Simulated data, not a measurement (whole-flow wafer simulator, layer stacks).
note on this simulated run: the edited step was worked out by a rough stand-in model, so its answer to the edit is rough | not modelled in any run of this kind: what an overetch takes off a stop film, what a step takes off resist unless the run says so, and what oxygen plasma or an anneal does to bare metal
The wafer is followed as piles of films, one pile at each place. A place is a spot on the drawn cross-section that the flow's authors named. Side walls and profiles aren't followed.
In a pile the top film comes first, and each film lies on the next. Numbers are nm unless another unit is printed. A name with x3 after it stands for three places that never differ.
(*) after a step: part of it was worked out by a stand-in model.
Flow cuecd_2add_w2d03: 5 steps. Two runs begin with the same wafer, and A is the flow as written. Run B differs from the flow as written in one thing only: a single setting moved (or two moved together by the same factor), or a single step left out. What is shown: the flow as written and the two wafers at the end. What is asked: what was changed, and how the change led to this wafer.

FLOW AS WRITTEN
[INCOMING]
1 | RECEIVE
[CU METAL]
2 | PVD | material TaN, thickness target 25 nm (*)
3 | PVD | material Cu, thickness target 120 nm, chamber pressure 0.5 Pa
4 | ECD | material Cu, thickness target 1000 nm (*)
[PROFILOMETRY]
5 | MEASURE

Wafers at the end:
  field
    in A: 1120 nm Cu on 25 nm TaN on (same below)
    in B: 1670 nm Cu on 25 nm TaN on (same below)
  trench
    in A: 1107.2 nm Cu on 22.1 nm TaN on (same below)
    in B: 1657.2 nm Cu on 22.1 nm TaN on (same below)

The reason: step 4, ECD: thickness target 1550 nm was run, though the flow has thickness target 1000 nm.

How this came from the change, step by step:
  4 | ECD | material Cu, thickness target 1000 nm (*)
      field, trench: A Cu gains 1000 | B Cu gains 1550
